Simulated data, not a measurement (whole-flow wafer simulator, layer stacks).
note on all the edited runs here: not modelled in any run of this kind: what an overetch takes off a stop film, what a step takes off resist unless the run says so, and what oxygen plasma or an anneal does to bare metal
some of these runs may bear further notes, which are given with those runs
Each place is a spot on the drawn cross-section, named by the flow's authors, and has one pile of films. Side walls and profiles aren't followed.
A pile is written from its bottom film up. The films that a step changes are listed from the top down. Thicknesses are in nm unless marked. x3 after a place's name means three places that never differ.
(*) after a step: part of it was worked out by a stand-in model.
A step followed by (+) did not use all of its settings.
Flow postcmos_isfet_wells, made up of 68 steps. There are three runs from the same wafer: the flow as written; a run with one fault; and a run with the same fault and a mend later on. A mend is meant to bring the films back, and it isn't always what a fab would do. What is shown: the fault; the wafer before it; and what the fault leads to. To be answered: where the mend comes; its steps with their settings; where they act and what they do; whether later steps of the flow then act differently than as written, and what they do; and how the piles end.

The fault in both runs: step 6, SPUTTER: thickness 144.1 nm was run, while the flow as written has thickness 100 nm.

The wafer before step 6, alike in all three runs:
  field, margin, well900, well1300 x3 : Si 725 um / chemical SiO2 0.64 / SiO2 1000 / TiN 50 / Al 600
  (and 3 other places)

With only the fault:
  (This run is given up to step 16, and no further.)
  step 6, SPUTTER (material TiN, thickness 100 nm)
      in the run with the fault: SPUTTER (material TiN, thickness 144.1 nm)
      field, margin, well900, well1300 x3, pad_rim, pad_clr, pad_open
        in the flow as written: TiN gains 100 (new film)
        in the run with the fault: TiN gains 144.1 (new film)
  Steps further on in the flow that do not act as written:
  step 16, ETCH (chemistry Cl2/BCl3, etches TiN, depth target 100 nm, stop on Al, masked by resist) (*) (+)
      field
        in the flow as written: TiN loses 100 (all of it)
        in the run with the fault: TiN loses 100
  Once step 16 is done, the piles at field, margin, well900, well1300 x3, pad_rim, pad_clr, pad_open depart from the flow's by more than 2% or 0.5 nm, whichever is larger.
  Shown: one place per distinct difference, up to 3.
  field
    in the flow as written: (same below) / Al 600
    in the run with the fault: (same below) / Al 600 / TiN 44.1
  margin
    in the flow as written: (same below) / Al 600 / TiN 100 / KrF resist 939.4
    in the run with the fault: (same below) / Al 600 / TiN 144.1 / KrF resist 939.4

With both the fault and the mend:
  After step 6 comes the mend.
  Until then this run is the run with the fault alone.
  step 6a, ETCH (chemistry peroxide tin strip, depth target 165.7 nm)
      field, margin, well900, well1300 x3, pad_rim, pad_clr, pad_open
        TiN loses 144.1 (all of it)
  step 6b, SPUTTER (material TiN, thickness 100 nm) (a further turn of the flow's step 6)
      field, margin, well900, well1300 x3, pad_rim, pad_clr, pad_open
        TiN gains 100 (new film)
  None of the later steps of the flow acts differently than as written at any place that is followed.
  At every place that both follow, the piles at the end match the flow's.
